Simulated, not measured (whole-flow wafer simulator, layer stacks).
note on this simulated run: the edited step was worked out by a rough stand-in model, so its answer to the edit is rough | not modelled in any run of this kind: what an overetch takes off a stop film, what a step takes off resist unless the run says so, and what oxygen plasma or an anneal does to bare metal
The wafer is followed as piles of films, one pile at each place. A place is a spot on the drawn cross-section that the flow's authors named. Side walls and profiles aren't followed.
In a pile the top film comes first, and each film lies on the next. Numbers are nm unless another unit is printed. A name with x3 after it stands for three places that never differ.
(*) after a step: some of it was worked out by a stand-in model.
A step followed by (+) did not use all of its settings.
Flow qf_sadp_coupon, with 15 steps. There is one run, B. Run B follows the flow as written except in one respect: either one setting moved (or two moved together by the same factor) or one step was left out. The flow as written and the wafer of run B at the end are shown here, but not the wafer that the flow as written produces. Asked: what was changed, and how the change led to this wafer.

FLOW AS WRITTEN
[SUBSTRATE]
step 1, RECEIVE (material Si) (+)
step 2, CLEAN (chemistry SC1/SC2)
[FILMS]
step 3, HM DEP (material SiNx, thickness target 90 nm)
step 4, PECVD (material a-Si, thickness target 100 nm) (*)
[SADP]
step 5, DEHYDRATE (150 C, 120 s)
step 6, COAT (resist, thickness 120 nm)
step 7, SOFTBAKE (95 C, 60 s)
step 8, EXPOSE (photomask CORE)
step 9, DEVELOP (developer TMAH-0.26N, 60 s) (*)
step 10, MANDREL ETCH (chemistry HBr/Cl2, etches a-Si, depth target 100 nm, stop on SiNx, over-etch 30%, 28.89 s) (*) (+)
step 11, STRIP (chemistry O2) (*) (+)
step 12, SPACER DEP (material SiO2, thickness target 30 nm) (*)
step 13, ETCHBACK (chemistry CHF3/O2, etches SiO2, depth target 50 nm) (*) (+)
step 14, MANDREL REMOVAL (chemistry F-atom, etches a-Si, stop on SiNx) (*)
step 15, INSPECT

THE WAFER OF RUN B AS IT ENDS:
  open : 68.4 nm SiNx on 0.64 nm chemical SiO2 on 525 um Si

What caused this: step 10, MANDREL ETCH: over-etch 18% was run, while the flow as written has over-etch 30%.

The path from the change to this, step by step:
  step 10, MANDREL ETCH (chemistry HBr/Cl2, etches a-Si, depth target 100 nm, stop on SiNx, over-etch 30%, 28.89 s) (*) (+)
      m: -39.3 resist (in the flow as written it would be: -43.3 resist)
      open: -100 a-Si (all of it), -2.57 SiNx (in the flow as written it would be: -100 a-Si (all of it), -4.29 SiNx)
  step 11, STRIP (chemistry O2) (*) (+)
      m: +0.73 chemical SiO2 (new film), -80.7 resist (all of it), -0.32 a-Si (in the flow as written it would be: +0.74 chemical SiO2 (new film), -76.7 resist (all of it), -0.32 a-Si)
